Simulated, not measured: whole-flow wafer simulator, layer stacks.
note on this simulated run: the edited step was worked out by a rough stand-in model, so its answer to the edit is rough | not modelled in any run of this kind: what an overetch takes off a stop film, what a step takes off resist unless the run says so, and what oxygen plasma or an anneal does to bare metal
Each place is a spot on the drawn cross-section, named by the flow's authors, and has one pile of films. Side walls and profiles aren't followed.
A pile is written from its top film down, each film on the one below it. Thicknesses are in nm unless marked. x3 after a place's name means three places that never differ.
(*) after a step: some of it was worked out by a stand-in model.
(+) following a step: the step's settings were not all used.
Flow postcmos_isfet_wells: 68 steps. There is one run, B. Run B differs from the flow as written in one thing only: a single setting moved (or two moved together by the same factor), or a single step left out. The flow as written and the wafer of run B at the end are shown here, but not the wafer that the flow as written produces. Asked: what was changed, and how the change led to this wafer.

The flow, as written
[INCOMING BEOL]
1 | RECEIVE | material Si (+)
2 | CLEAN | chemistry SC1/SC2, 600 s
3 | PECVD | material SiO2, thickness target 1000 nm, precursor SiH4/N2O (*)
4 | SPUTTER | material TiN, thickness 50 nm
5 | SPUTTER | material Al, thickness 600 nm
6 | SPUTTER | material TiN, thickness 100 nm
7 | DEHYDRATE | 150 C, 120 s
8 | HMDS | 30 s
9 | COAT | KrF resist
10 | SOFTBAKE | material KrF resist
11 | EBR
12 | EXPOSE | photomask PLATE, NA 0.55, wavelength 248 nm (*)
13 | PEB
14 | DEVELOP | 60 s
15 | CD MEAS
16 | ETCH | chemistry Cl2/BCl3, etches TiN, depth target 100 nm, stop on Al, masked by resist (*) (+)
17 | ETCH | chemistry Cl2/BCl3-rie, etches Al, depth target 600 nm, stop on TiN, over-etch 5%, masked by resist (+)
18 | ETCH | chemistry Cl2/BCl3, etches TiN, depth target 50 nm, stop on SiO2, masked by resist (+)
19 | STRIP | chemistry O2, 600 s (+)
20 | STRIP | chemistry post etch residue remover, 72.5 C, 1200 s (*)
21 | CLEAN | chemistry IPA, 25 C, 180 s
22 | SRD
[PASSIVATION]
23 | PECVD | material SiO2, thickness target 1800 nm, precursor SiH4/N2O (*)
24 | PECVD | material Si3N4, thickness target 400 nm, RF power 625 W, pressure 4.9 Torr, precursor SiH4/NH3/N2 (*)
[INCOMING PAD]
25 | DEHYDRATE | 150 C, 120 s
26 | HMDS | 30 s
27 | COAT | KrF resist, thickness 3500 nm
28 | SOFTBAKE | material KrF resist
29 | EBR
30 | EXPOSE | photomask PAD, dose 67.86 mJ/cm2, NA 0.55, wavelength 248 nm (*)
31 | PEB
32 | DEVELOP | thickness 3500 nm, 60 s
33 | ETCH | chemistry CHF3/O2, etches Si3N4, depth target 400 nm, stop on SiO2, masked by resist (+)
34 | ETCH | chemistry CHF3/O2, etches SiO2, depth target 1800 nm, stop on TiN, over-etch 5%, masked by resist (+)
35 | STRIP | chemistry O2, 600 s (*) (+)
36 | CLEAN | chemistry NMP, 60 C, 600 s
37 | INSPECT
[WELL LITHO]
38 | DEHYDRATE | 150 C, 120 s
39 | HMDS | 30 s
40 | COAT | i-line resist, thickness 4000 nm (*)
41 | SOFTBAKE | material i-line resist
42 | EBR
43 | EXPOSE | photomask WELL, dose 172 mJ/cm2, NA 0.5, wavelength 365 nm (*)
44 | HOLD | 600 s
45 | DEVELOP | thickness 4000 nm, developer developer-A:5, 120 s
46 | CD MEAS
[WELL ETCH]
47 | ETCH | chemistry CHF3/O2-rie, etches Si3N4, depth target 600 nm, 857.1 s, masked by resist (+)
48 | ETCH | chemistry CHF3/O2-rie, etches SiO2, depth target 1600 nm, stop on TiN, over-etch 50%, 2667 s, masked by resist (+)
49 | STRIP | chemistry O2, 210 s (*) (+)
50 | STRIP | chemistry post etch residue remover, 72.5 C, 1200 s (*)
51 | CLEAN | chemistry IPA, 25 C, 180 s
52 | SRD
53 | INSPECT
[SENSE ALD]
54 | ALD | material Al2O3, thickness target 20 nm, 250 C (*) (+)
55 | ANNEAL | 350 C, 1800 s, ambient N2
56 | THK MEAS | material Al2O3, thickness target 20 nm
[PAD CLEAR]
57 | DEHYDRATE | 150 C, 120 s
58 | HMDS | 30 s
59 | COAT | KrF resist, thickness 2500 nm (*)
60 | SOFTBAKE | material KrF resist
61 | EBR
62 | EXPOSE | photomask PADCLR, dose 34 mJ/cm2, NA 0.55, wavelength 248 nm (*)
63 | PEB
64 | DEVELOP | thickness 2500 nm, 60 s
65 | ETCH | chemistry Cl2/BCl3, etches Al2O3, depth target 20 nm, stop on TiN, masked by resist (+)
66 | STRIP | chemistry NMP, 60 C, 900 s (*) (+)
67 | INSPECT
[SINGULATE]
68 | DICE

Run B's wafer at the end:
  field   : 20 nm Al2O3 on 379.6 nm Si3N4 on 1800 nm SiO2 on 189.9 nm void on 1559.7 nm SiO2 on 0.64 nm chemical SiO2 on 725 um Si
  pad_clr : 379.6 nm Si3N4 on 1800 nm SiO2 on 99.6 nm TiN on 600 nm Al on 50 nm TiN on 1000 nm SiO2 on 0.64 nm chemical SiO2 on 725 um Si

The reason: step 24, PECVD: thickness target 380 nm was run, though the flow has thickness target 400 nm.

How this came from the change, step by step:
  24 | PECVD | material Si3N4, thickness target 400 nm, RF power 625 W, pressure 4.9 Torr, precursor SiH4/NH3/N2 (*)
      field, margin, well900, well1300 x3, pad_rim, pad_clr, pad_open: Si3N4 gains 380 (new film) (as written it would have been: Si3N4 gains 400 (new film))
  33 | ETCH | chemistry CHF3/O2, etches Si3N4, depth target 400 nm, stop on SiO2, masked by resist (+)
      pad_open: Si3N4 loses 380 (all of it) (as written it would have been: Si3N4 loses 400 (all of it))
  47 | ETCH | chemistry CHF3/O2-rie, etches Si3N4, depth target 600 nm, 857.1 s, masked by resist (+)
      well900, well1300 x3: Si3N4 loses 380 (all of it), SiO2 loses 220 (as written it would have been: Si3N4 loses 400 (all of it), SiO2 loses 200)
